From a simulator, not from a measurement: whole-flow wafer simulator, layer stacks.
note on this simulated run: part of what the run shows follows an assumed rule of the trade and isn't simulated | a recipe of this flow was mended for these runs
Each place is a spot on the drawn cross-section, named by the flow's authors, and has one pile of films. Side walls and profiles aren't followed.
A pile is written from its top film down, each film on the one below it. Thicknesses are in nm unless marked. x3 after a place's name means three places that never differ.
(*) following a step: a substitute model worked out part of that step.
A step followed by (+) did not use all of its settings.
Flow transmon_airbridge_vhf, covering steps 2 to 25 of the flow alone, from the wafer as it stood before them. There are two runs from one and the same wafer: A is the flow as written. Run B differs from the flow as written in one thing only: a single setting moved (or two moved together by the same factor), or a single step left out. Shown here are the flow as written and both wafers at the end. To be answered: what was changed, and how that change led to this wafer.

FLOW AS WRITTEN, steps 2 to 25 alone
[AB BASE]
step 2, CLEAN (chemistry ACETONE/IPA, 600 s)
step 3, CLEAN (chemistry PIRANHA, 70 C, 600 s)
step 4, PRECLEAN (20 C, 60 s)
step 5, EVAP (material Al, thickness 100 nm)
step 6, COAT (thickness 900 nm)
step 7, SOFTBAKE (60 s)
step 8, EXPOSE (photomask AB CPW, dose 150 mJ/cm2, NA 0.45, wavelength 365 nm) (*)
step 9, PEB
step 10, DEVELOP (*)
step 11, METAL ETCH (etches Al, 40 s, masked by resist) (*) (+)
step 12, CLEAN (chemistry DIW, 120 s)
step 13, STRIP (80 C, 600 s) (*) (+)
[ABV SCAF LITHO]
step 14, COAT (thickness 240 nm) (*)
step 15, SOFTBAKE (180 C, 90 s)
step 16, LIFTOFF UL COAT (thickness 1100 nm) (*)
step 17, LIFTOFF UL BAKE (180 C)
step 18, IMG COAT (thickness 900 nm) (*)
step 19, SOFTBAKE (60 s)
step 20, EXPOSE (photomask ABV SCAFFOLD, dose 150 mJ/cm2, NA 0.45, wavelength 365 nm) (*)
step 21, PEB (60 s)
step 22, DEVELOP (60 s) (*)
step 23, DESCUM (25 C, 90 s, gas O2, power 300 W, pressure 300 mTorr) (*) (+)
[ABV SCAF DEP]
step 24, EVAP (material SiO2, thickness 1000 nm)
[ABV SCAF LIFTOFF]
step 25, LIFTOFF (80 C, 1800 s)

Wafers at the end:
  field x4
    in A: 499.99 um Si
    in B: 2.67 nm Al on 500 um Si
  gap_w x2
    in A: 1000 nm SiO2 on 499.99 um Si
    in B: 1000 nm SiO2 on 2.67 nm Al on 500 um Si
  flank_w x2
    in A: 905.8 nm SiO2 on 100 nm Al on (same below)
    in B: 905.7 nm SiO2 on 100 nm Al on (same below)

The reason: step 11, METAL ETCH: 28 s was run, while the flow as written has 40 s.

How this came from the change, step by step:
  step 11, METAL ETCH (etches Al, 40 s, masked by resist) (*) (+)
      field x4, gap_w x2: A Al loses 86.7 (all of it), Si loses 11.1 | B Al loses 84
      ground_far, pad_w x2, flank_w x2, cpw_trace, trace_open_s x2, margin_s x3: A i-line-resist loses 60 | B i-line-resist loses 42
  step 13, STRIP (80 C, 600 s) (*) (+)
      ground_far, pad_w x2, flank_w x2, cpw_trace, trace_open_s x2, margin_s x3: A i-line-resist loses 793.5 (all of it) | B i-line-resist loses 811.5 (all of it)
Taking metal films that touch as one body, field x4 has 1 body; the flow as written gives 0 bodies.
Taking metal films that touch as one body, gap_w x2 has 1 body; the flow as written gives 0 bodies.
